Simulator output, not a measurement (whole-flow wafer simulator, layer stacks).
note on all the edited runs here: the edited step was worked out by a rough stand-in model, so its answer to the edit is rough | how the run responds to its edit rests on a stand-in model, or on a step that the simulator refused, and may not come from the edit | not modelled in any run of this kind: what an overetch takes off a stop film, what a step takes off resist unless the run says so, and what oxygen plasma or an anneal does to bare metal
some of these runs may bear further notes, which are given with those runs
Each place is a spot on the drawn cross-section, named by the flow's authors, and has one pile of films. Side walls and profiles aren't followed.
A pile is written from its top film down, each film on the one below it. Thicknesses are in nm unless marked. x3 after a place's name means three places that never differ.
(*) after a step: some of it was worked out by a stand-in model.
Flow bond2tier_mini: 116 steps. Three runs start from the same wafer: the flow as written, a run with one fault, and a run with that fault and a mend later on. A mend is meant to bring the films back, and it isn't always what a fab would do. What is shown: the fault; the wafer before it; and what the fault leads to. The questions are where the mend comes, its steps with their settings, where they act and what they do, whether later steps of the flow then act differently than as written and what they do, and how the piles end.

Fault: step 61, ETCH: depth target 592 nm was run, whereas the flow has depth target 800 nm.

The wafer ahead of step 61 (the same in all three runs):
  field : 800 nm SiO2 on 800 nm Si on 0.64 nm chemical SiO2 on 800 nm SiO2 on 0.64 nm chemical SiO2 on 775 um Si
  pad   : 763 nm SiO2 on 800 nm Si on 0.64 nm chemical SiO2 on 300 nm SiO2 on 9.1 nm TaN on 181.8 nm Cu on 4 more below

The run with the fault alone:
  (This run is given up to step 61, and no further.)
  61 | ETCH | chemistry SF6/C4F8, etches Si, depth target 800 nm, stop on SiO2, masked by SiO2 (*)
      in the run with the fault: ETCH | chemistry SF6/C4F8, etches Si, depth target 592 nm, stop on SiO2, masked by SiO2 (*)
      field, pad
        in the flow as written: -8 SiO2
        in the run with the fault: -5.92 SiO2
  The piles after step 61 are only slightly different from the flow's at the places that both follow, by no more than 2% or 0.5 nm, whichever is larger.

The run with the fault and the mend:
  The mend follows step 61.
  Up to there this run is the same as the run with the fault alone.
  61a | ETCH | chemistry SF6/C4F8, etches Si, depth target 208 nm, stop on SiO2, masked by SiO2 (*) (the flow's step 61, run once more with other settings)
      field, pad
        -2.08 SiO2
  None of the later steps of the flow acts differently than as written at any place that is followed.
  The piles end the same as the flow's at every place that both follow.
